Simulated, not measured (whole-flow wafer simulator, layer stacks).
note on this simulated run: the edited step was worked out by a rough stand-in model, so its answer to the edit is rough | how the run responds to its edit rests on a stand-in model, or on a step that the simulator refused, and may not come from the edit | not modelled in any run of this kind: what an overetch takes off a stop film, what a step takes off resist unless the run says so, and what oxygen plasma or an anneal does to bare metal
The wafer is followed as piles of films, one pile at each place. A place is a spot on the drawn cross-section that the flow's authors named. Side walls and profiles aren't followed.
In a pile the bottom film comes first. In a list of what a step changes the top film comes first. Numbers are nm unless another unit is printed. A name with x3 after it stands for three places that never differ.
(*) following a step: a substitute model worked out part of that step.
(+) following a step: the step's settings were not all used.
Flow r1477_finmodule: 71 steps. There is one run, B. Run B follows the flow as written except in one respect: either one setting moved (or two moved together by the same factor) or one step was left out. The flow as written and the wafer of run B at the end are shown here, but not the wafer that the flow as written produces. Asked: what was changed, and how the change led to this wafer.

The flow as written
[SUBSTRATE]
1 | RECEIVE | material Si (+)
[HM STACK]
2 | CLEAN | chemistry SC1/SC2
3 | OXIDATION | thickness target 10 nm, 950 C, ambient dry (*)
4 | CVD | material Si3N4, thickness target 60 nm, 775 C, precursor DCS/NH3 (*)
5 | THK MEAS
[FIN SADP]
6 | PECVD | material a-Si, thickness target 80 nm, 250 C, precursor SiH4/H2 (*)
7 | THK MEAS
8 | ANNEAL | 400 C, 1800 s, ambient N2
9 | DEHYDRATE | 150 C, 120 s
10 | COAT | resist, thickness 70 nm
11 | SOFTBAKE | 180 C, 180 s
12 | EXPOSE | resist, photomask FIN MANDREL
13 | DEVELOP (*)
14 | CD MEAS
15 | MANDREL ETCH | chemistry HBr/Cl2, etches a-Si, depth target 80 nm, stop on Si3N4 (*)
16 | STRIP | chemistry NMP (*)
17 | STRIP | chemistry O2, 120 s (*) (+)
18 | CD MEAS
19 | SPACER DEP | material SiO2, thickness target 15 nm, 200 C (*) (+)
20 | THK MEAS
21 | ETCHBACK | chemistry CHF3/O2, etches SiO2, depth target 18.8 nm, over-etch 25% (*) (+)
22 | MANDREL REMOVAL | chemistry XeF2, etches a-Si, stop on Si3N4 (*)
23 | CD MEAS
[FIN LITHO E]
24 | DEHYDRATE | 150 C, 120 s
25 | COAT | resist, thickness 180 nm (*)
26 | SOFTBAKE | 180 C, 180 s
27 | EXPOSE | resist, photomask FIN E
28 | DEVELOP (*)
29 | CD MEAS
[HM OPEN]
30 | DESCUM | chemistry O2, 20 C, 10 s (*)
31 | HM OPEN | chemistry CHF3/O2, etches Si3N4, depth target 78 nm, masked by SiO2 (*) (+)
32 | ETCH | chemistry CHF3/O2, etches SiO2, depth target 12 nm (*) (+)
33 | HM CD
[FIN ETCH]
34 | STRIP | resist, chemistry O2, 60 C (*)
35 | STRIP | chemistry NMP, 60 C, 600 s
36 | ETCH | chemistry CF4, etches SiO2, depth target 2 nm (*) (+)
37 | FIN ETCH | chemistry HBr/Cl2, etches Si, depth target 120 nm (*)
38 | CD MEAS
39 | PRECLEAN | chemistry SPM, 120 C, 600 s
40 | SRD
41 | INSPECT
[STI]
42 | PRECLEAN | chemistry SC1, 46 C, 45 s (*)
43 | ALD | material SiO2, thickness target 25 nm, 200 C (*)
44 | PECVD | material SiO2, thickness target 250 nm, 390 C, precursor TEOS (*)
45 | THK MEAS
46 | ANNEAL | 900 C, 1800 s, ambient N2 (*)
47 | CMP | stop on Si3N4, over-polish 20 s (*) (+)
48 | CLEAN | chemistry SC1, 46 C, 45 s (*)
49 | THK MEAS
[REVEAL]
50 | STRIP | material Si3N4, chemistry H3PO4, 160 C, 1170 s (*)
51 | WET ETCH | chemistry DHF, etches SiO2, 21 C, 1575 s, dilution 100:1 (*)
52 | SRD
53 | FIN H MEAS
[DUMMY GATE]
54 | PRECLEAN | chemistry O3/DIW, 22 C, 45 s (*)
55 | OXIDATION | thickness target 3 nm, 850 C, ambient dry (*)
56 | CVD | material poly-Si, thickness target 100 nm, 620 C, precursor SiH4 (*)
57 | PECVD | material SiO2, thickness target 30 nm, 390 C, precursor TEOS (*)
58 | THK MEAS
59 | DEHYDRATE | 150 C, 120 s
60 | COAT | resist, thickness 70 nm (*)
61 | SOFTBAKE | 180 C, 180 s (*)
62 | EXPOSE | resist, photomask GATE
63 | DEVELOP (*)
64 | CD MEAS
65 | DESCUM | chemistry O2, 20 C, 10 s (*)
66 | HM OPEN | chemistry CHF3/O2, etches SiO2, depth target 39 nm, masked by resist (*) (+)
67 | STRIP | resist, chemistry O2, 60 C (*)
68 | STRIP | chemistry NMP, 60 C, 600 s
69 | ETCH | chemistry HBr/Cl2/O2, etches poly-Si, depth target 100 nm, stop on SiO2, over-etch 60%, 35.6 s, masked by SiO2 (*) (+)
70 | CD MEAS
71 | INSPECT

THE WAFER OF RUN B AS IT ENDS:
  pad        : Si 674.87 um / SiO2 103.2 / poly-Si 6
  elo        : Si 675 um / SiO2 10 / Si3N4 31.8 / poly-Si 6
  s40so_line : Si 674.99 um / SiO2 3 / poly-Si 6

Cause: step 57, PECVD: thickness target 42.3 nm was run, though the flow has thickness target 30 nm.

The path from the change to this, step by step:
  57 | PECVD | material SiO2, thickness target 30 nm, 390 C, precursor TEOS (*)
      pad, padg, elg and 33 more: +42.3 SiO2 (new film) (as written it would have been: +30 SiO2 (new film))
  66 | HM OPEN | chemistry CHF3/O2, etches SiO2, depth target 39 nm, masked by resist (*) (+)
      pad, elo, eso and 15 more: -39 SiO2 (as written it would have been: -30 SiO2 (all of it), -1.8 poly-Si)
  67 | STRIP | resist, chemistry O2, 60 C (*)
      pad, elo, eso and 15 more: nothing (as written it would have been: +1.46 chemical SiO2 (new film), -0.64 poly-Si)
  69 | ETCH | chemistry HBr/Cl2/O2, etches poly-Si, depth target 100 nm, stop on SiO2, over-etch 60%, 35.6 s, masked by SiO2 (*) (+)
      pad, eso, e40so and 8 more: -3.3 SiO2 (all of it), -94 poly-Si (as written it would have been: -1.46 chemical SiO2 (all of it), -97.6 poly-Si (all of it), -0.42 SiO2)
      elo, e40lo, e100lo, e200lo: -3.3 SiO2 (all of it), -94 poly-Si (as written it would have been: -1.46 chemical SiO2 (all of it), -97.6 poly-Si (all of it), -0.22 Si3N4)
      (also at 3 further places)
